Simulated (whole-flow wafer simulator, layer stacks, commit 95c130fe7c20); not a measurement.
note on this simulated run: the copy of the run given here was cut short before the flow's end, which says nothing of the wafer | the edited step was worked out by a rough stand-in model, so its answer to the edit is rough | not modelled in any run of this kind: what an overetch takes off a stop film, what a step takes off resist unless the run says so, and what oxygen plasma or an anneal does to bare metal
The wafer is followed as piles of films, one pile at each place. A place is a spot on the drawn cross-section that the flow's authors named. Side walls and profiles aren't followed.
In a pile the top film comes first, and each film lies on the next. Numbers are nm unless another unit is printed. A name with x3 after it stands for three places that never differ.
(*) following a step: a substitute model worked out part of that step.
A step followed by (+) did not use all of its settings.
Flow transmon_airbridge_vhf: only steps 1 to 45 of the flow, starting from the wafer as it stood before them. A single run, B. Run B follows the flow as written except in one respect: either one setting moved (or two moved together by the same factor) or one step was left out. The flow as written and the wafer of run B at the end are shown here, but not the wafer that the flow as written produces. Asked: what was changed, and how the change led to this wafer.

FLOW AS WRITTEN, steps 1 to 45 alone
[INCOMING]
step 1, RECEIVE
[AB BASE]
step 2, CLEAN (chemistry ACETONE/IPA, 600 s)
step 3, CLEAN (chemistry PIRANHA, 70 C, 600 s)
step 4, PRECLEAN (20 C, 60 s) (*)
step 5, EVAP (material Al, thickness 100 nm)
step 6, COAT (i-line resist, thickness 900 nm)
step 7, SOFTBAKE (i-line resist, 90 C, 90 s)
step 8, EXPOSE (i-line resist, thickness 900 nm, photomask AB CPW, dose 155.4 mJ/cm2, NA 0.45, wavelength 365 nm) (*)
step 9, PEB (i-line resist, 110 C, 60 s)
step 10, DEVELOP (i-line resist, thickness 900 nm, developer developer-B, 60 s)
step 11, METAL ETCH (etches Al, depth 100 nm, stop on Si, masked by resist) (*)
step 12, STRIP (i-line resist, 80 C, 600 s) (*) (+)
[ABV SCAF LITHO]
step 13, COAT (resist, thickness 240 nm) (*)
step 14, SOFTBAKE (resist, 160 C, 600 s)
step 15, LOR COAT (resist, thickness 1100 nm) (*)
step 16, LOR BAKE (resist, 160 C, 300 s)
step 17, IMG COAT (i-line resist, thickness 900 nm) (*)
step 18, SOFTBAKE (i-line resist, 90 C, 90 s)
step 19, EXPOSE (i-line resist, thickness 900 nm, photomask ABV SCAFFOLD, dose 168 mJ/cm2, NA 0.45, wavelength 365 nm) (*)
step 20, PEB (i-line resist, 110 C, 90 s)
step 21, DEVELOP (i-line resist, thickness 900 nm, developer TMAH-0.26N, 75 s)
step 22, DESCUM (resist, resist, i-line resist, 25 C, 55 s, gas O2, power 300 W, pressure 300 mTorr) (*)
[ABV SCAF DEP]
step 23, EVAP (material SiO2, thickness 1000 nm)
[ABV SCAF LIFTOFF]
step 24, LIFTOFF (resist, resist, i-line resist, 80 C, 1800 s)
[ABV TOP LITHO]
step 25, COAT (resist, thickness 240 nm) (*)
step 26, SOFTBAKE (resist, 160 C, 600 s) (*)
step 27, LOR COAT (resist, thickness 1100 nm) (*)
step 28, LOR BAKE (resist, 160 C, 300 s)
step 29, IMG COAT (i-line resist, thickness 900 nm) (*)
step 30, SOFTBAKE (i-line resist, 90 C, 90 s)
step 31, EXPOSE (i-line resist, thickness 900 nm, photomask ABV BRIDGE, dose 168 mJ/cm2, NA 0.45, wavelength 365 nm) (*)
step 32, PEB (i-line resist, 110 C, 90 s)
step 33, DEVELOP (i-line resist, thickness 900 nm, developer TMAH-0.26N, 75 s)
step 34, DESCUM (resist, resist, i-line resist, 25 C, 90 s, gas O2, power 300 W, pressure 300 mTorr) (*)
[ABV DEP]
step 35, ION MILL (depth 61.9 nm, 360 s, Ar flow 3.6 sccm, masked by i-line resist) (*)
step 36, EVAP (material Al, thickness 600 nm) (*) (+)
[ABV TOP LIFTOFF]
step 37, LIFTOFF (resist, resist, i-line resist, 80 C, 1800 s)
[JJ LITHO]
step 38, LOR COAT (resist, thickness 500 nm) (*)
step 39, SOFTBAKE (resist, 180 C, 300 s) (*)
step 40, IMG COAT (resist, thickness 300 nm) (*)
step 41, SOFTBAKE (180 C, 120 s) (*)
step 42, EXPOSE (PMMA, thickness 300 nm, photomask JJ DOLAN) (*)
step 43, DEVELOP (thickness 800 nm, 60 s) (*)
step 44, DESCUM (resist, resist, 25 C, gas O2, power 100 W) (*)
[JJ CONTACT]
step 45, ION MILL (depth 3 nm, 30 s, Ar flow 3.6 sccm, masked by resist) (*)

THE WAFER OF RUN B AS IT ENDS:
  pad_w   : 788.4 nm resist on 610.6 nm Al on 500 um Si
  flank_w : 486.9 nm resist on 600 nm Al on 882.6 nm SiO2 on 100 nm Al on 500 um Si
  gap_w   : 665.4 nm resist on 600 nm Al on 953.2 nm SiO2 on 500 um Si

What caused this: step 35, ION MILL: 468 s was run, whereas the flow has 360 s.

The path from the change to this, step by step:
  step 35, ION MILL (depth 61.9 nm, 360 s, Ar flow 3.6 sccm, masked by i-line resist) (*)
      field x3, jj_line, ground_far, trace_open_s x2, margin_s, margin_n: i-line resist loses 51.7 (it would be, as written: i-line resist loses 39.7)
      flank_w, gap_w, cpw_trace, gap_e, flank_e, bridge_strip: SiO2 loses 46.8 (it would be, as written: SiO2 loses 36)
      (as well as at 2 more places)
  step 37, LIFTOFF (resist, resist, i-line resist, 80 C, 1800 s)
      margin_s: Al loses 600 (all of it), i-line resist loses 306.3 (all of it), resist loses 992 (all of it) (it would be, as written: Al loses 600 (all of it), i-line resist loses 318.3 (all of it), resist loses 992 (all of it))
      margin_n: Al loses 600 (all of it), i-line resist loses 306.4 (all of it), resist loses 992 (all of it) (it would be, as written: Al loses 600 (all of it), i-line resist loses 318.3 (all of it), resist loses 992 (all of it))
